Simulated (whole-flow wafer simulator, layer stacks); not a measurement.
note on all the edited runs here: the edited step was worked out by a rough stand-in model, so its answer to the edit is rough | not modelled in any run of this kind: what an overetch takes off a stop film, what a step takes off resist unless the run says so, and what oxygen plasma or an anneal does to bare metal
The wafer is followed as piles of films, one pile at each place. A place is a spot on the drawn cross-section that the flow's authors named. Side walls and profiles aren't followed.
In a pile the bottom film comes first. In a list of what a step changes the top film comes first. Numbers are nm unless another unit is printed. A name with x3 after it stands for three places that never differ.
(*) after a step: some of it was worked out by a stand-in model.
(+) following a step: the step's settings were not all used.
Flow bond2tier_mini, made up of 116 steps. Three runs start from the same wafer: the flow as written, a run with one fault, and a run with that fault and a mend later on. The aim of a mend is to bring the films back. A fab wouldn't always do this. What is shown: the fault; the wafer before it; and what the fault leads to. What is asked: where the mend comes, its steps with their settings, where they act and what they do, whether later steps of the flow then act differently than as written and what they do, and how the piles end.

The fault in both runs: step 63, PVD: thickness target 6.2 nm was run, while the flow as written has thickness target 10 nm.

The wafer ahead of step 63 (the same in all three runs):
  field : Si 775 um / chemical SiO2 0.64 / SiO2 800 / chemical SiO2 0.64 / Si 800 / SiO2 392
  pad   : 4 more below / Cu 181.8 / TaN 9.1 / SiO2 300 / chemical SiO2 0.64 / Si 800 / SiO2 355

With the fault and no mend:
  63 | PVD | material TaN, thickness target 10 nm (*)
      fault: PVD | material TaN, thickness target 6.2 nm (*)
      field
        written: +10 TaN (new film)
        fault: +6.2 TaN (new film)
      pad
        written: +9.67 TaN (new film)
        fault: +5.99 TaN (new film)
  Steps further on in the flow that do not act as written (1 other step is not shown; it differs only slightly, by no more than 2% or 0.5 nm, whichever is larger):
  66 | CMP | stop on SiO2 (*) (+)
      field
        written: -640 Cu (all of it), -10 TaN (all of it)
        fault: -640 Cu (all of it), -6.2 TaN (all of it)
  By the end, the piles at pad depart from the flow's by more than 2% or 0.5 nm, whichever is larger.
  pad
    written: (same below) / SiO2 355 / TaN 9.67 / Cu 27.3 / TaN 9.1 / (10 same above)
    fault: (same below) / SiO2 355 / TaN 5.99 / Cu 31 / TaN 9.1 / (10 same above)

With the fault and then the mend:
  After step 63 comes the mend.
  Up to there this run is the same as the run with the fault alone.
  63a | PVD | material TaN, thickness target 3.8 nm (*) (the flow's step 63, run once more with other settings)
      field
        +3.8 TaN
      pad
        +3.67 TaN
  None of the later steps of the flow acts differently than as written at any place that is followed.
  When the end is reached, the piles differ only a little from the flow's at the places that both follow, at most by 2% or 0.5 nm, whichever is larger.
